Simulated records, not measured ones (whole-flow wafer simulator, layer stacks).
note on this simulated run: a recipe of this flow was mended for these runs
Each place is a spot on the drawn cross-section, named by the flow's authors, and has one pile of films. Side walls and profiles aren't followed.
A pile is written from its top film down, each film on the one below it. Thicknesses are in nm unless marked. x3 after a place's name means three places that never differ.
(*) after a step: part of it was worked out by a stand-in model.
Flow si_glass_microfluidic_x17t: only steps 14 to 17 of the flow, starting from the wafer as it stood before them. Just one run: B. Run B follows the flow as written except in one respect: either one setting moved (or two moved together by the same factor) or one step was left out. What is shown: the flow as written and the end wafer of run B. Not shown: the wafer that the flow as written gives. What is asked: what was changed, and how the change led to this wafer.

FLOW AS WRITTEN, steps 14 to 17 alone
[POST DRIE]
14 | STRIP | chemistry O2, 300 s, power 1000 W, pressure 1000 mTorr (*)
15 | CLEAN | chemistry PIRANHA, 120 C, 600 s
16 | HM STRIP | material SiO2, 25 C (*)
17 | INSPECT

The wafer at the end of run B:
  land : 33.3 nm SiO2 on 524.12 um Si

The reason: step 16, HM STRIP: 16 C was run, while the flow as written has 25 C.

The path from the change to this, step by step:
  16 | HM STRIP | material SiO2, 25 C (*)
      land: SiO2 loses 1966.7 (in the flow as written it would be: SiO2 loses 2000 (all of it))
